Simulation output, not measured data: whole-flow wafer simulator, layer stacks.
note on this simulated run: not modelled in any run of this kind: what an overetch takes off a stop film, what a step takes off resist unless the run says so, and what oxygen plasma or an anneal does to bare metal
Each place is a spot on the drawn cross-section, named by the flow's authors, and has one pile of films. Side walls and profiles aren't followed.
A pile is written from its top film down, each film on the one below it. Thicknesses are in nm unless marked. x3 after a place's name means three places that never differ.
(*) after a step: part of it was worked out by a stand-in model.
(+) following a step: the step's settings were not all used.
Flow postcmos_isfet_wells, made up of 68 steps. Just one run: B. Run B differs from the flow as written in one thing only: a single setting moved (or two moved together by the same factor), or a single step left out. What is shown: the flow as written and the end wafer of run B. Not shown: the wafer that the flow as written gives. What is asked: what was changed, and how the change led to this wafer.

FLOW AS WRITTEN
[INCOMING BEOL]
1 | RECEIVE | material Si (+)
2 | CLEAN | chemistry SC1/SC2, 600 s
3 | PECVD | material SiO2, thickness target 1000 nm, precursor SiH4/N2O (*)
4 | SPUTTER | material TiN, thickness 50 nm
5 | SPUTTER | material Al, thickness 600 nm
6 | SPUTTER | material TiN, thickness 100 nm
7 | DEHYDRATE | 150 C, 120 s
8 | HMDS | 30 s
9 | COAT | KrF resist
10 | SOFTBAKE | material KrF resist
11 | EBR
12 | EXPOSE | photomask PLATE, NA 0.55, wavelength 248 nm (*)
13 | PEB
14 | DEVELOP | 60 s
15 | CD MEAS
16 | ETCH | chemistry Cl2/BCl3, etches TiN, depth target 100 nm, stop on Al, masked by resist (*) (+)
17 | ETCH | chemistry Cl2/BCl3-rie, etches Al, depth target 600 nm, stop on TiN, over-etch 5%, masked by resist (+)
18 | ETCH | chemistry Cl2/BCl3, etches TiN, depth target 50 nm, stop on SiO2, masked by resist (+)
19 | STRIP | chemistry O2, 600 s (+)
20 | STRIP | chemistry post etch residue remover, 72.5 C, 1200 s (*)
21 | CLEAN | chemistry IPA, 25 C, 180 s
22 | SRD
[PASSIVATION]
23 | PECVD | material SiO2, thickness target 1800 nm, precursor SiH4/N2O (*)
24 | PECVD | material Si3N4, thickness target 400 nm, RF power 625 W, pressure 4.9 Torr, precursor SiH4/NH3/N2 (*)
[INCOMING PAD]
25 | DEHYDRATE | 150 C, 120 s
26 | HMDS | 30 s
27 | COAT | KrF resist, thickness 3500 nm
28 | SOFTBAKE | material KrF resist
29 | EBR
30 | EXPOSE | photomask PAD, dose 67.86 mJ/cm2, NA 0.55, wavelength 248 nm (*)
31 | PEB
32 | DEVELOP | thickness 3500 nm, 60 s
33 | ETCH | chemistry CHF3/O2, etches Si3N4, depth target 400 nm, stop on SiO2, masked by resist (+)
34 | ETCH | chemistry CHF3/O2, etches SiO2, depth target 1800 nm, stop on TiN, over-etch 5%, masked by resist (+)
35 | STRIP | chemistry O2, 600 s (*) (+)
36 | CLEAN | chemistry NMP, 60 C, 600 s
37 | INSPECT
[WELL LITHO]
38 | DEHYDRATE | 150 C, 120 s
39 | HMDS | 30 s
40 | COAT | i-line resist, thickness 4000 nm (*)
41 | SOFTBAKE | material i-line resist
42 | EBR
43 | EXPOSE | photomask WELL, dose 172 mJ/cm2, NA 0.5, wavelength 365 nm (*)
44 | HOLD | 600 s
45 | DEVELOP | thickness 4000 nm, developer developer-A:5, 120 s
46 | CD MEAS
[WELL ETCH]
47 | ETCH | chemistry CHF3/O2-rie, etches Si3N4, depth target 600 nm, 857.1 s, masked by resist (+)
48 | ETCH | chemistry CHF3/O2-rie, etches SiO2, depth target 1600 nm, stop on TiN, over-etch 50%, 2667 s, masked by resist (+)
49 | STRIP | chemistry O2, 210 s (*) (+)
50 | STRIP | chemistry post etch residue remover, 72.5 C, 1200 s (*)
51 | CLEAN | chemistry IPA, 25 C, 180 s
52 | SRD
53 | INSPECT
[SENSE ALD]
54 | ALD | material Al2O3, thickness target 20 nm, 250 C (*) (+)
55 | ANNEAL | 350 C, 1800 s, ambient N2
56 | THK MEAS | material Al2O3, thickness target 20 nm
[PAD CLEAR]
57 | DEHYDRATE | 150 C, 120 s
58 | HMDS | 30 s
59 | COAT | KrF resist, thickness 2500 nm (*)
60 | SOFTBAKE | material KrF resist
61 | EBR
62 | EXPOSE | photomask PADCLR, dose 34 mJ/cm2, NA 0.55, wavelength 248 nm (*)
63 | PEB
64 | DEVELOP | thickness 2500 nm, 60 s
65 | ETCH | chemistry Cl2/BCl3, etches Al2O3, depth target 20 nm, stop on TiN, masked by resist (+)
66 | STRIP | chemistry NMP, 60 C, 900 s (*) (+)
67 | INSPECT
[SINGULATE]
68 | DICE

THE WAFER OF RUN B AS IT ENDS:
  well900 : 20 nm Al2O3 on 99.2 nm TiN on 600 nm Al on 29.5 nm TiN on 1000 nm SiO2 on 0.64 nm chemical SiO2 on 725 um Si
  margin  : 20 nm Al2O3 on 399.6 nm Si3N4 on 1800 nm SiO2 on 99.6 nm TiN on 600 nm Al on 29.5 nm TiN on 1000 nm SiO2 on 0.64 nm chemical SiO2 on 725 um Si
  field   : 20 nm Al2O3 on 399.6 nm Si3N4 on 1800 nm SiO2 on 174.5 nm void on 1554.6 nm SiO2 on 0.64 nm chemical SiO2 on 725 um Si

Cause: step 4, SPUTTER: thickness 29.5 nm was run, whereas the flow has thickness 50 nm.
One can read it off the wafer: well900 has TiN 29.5, and step 4 as written asks for 50 nm.

The path from the change to this, step by step:
  4 | SPUTTER | material TiN, thickness 50 nm
      field, margin, well900, well1300 x3, pad_rim, pad_clr, pad_open: TiN gains 29.5 (new film) (in the flow as written it would be: TiN gains 50 (new film))
  18 | ETCH | chemistry Cl2/BCl3, etches TiN, depth target 50 nm, stop on SiO2, masked by resist (+)
      margin, well900, well1300 x3, pad_rim, pad_clr, pad_open: KrF resist loses 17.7 (in the flow as written it would be: KrF resist loses 20)
      field: TiN loses 29.5 (all of it) (in the flow as written it would be: TiN loses 50 (all of it))
  23 | PECVD | material SiO2, thickness target 1800 nm, precursor SiH4/N2O (*)
      field: SiO2 gains 1800 (new film), void gains 174.5 (new film), SiO2 gains 554.6 (in the flow as written it would be: SiO2 gains 1800 (new film), void gains 189.9 (new film), SiO2 gains 559.7)
